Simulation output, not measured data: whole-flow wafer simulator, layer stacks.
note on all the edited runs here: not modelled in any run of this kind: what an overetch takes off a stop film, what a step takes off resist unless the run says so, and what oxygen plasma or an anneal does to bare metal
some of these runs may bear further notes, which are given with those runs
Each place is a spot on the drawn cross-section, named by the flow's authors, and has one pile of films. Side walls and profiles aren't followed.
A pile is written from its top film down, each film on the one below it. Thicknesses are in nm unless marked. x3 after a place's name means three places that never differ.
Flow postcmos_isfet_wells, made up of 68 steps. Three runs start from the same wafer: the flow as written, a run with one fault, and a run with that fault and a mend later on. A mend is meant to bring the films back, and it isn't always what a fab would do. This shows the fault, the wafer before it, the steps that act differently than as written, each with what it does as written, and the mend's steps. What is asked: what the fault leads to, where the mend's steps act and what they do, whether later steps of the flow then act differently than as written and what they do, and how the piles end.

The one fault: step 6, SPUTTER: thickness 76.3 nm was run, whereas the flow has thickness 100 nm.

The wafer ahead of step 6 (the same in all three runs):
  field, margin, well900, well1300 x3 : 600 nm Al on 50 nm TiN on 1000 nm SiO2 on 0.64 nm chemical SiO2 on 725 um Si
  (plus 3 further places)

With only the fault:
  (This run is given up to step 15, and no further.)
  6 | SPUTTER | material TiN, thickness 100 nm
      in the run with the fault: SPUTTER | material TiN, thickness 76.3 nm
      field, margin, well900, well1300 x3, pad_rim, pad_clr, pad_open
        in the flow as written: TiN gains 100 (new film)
        in the run with the fault: TiN gains 76.3 (new film)
  None of the later steps of the flow up to step 15 acts differently than as written at any place that is followed.
  The piles after step 15 differ from the flow's at field, margin, well900, well1300 x3, pad_rim, pad_clr, pad_open by more than 2% or 0.5 nm, whichever is larger.
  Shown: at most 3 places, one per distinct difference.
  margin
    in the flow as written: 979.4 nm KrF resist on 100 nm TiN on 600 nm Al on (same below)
    in the run with the fault: 979.4 nm KrF resist on 76.3 nm TiN on 600 nm Al on (same below)
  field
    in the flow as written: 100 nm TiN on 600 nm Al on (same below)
    in the run with the fault: 76.3 nm TiN on 600 nm Al on (same below)

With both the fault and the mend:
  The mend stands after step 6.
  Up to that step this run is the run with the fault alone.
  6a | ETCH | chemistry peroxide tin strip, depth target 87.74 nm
      field, margin, well900, well1300 x3, pad_rim, pad_clr, pad_open
        TiN loses 76.3 (all of it)
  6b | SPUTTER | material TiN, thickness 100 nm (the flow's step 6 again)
      field, margin, well900, well1300 x3, pad_rim, pad_clr, pad_open
        TiN gains 100 (new film)
  None of the later steps of the flow acts differently than as written at any place that is followed.
  The piles end the same as the flow's at every place that both follow.
